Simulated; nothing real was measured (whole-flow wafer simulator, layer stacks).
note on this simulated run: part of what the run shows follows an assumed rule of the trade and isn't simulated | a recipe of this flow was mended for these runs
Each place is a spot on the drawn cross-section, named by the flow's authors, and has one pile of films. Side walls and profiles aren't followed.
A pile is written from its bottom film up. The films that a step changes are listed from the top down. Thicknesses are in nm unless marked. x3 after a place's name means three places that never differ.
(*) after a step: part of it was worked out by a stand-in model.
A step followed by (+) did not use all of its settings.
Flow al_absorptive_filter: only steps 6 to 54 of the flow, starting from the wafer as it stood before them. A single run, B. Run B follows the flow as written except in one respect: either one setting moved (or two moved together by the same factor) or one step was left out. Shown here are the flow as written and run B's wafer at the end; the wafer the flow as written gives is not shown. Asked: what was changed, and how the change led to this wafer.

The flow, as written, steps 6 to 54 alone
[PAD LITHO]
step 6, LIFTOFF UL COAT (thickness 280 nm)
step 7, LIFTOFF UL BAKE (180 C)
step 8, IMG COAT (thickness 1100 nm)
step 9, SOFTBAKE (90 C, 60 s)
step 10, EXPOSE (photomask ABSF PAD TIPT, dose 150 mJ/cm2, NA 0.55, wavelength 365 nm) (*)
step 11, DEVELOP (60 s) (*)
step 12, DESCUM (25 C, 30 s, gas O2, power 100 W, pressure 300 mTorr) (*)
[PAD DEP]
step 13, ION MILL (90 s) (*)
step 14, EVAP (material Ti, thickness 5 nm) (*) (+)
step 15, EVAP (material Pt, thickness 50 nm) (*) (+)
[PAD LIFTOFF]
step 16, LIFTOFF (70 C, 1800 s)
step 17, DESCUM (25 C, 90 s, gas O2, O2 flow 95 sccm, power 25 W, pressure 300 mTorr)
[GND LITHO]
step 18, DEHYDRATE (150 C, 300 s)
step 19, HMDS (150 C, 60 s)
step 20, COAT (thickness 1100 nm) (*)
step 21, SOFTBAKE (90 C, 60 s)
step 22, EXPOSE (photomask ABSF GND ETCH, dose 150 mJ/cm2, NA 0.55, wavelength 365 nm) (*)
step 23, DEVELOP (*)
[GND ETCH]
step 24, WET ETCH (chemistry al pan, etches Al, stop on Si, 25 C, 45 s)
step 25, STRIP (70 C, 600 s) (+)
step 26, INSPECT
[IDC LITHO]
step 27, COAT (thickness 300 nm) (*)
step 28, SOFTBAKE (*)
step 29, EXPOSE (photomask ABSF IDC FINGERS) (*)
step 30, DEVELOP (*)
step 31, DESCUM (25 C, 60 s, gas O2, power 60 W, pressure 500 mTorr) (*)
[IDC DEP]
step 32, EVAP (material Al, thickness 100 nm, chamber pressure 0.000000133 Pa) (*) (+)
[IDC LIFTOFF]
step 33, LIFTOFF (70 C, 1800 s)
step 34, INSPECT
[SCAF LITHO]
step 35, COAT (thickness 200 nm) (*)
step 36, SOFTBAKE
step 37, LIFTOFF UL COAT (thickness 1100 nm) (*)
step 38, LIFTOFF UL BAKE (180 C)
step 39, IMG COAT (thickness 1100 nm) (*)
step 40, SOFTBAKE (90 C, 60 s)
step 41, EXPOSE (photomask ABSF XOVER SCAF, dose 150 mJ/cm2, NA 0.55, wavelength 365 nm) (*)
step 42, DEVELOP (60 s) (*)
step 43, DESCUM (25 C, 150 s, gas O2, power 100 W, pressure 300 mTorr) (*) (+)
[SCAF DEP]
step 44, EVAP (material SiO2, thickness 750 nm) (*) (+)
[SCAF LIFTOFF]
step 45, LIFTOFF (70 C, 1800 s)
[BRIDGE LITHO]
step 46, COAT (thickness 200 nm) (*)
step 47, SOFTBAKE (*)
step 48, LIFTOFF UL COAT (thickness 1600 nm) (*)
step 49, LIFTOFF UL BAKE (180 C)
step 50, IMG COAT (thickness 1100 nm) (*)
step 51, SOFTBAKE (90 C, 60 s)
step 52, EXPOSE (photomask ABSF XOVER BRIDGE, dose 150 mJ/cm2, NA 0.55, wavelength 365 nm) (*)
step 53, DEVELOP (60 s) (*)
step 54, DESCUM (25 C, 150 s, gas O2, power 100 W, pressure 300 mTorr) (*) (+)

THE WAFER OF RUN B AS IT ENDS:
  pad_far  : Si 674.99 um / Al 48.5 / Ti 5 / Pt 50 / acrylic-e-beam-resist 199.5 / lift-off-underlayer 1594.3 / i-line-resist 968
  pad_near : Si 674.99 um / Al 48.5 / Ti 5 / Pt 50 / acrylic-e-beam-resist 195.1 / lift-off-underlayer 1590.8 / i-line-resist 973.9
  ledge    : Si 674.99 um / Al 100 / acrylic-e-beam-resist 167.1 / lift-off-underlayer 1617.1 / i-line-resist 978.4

What caused this: step 11, DEVELOP: 84 s was run, though the flow has 60 s.

How this came from the change, step by step:
  step 11, DEVELOP (60 s) (*)
      pad_far, pad_near: -1100 i-line-resist (all of it), -280 lift-off-underlayer (all of it), -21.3 Al (it would be, as written: -1100 i-line-resist (all of it), -280 lift-off-underlayer (all of it), -13.3 Al)
